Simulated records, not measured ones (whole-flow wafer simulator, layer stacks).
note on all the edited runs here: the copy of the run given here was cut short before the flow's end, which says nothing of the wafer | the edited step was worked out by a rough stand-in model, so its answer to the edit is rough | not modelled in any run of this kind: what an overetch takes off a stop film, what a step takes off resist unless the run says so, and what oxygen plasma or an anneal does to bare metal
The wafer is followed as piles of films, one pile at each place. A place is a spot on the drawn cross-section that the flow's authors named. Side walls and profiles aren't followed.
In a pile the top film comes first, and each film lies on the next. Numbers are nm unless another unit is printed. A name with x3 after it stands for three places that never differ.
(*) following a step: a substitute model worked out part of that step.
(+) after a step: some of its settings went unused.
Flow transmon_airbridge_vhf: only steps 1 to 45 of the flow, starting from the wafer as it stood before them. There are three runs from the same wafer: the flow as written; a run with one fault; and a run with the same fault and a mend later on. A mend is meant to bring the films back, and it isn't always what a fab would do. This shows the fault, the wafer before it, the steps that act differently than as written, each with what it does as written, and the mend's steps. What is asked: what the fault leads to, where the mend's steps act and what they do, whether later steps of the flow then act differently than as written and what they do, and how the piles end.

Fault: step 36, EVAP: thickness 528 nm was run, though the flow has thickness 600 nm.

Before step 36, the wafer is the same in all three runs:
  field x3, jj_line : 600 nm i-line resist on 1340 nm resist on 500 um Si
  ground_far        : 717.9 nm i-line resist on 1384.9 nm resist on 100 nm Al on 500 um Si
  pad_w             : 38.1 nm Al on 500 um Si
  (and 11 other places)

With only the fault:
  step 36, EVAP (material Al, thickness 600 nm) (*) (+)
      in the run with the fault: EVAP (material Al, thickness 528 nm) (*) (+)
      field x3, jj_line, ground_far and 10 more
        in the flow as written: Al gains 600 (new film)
        in the run with the fault: Al gains 528 (new film)
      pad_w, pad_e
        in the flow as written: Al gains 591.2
        in the run with the fault: Al gains 520.3
  Later steps of the flow acting differently than as written:
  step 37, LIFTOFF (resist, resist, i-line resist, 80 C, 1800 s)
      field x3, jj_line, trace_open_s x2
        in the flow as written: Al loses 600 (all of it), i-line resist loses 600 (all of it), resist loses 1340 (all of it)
        in the run with the fault: Al loses 528 (all of it), i-line resist loses 600 (all of it), resist loses 1340 (all of it)
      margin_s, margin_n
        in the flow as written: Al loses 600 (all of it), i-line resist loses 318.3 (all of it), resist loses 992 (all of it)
        in the run with the fault: Al loses 528 (all of it), i-line resist loses 318.3 (all of it), resist loses 992 (all of it)
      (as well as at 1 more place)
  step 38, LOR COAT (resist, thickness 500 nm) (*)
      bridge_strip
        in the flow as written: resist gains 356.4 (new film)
        in the run with the fault: resist gains 364.3 (new film)
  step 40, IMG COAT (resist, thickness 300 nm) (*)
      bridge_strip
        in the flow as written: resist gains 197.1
        in the run with the fault: resist gains 201.3
  The piles end different from the flow's at pad_w, flank_w, gap_w, cpw_trace, gap_e, flank_e, pad_e, bridge_strip by more than 2% or 0.5 nm, whichever is larger.
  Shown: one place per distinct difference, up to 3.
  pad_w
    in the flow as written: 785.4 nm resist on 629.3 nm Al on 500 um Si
    in the run with the fault: 794.4 nm resist on 558.4 nm Al on 500 um Si
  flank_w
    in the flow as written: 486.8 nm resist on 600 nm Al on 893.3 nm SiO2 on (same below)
    in the run with the fault: 490.9 nm resist on 528 nm Al on 893.3 nm SiO2 on (same below)
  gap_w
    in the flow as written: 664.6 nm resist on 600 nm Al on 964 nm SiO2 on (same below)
    in the run with the fault: 670 nm resist on 528 nm Al on 964 nm SiO2 on (same below)

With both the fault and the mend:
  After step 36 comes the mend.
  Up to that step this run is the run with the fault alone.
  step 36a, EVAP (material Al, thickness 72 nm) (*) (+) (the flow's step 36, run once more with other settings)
      field x3, jj_line, ground_far and 10 more
        Al gains 72
      pad_w, pad_e
        Al gains 71
  None of the later steps of the flow differs from how it acts as written, at any place that is followed, by more than 2% or 0.5 nm, whichever is larger.
  When the end is reached, the piles differ only a little from the flow's at the places that both follow, at most by 2% or 0.5 nm, whichever is larger.
